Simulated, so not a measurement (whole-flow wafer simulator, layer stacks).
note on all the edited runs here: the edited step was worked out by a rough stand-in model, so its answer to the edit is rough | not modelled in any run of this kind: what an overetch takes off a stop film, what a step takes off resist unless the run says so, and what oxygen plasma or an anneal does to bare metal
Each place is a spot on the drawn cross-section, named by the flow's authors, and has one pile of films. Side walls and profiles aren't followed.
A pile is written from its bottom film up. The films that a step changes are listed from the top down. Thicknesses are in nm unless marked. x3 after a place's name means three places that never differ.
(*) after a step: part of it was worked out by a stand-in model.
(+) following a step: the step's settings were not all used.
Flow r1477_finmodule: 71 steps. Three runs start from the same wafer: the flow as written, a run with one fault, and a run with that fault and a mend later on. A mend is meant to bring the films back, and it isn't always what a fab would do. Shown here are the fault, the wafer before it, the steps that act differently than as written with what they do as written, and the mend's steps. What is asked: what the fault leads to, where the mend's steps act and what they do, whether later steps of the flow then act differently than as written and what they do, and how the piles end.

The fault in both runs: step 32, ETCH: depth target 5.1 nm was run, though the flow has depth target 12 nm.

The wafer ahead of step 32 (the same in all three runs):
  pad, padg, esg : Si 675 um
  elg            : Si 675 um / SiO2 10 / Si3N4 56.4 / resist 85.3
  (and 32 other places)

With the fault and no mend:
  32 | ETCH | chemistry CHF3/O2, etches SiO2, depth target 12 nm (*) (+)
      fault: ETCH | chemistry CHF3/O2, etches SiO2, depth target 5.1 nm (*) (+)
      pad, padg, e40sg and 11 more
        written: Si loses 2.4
        fault: Si loses 1.02
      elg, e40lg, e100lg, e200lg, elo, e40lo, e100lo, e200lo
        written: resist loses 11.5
        fault: resist loses 4.89
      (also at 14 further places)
  Steps later in the flow that act otherwise than as written (2 more steps, not shown, differ only slightly: by at most 2% or 0.5 nm, whichever is larger):
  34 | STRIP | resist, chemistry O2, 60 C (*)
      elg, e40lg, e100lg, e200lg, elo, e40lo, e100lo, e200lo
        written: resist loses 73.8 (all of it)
        fault: resist loses 80.4 (all of it)
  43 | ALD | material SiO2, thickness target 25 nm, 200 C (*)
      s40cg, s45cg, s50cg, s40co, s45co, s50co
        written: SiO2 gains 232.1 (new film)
        fault: SiO2 gains 237.6 (new film)
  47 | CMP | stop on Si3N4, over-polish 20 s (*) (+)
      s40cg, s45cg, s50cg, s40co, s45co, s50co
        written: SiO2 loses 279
        fault: SiO2 loses 285.9
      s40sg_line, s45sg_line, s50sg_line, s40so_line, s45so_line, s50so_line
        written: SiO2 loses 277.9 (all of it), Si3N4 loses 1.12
        fault: SiO2 loses 284.8 (all of it), Si3N4 loses 1.12
  At the end the piles are close to the flow's at the places that both follow, differing by at most 2% or 0.5 nm, whichever is larger.

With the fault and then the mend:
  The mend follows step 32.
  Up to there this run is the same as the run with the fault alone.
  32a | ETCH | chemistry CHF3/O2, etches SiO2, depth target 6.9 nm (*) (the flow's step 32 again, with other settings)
      pad, padg, e40sg and 11 more
        Si loses 1.38
      elg, e40lg, e100lg, e200lg, elo, e40lo, e100lo, e200lo
        resist loses 6.61
      s40sg_line, s45sg_line, s50sg_line, s40so_line, s45so_line, s50so_line
        SiO2 loses 6.9
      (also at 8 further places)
  Every later step of the flow that is run acts as written, at every place that is followed, to within 2% or 0.5 nm, whichever is larger.
  At the end the piles are close to the flow's at the places that both follow, differing by at most 2% or 0.5 nm, whichever is larger.
